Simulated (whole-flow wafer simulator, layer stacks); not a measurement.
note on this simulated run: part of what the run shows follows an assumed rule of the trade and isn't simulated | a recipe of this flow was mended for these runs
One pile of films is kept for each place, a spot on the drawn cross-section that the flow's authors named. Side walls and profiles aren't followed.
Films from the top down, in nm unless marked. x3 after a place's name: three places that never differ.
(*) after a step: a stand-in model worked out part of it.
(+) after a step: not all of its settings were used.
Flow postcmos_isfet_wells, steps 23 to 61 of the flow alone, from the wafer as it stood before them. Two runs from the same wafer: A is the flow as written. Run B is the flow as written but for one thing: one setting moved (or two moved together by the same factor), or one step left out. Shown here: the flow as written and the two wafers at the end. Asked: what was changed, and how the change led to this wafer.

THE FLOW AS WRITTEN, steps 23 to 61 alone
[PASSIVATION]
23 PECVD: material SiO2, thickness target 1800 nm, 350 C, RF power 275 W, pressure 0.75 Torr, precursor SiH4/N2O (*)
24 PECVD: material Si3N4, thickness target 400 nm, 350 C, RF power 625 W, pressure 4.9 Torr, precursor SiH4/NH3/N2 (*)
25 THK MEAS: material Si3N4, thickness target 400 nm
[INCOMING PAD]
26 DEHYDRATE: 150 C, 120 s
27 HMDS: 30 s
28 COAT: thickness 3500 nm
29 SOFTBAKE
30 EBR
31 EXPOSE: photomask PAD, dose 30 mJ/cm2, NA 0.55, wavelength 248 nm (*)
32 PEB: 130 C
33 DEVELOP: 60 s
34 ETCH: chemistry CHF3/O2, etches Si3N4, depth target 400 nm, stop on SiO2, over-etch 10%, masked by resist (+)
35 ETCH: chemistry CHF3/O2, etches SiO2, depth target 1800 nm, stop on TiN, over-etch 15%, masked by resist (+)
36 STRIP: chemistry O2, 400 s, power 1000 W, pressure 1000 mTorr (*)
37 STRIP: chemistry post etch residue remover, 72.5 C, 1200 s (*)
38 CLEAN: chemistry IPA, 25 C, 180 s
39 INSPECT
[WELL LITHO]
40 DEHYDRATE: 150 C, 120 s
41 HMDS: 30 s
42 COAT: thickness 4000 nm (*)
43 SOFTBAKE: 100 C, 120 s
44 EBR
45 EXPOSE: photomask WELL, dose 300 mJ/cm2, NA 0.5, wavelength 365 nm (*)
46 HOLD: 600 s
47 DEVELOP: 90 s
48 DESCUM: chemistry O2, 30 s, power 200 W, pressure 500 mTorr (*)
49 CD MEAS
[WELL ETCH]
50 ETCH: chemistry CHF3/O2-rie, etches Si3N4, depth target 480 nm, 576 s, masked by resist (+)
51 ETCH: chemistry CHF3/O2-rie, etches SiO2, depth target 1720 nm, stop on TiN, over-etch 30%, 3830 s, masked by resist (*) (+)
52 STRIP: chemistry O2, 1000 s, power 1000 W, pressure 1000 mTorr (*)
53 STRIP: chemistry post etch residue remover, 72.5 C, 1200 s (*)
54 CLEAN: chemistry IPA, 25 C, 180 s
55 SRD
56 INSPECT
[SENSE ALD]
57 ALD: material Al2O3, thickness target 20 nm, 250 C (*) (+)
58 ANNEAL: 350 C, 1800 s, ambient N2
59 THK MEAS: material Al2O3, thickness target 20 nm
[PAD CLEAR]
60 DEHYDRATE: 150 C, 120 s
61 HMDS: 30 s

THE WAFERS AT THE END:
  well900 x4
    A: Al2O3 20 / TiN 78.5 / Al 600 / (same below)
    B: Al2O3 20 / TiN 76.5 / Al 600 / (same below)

The cause: step 50, ETCH: 369 s was run, where the flow has 576 s.

How the change led to this, step by step:
  50 ETCH: chemistry CHF3/O2-rie, etches Si3N4, depth target 480 nm, 576 s, masked by resist (+)
      well900 x4: A Si3N4 -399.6 (all of it), SiO2 -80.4 | B Si3N4 -307.5
      field, margin x2, pad_clr, pad_open: A thick-g/i-line-resist -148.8 | B thick-g/i-line-resist -95.3
  51 ETCH: chemistry CHF3/O2-rie, etches SiO2, depth target 1720 nm, stop on TiN, over-etch 30%, 3830 s, masked by resist (*) (+)
      well900 x4: A SiO2 -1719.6 (all of it), TiN -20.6 | B Si3N4 -92.1 (all of it), SiO2 -1800 (all of it), TiN -22.7
  52 STRIP: chemistry O2, 1000 s, power 1000 W, pressure 1000 mTorr (*)
      pad_clr: A thick-g/i-line-resist -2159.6 (all of it) | B thick-g/i-line-resist -2213.1 (all of it)
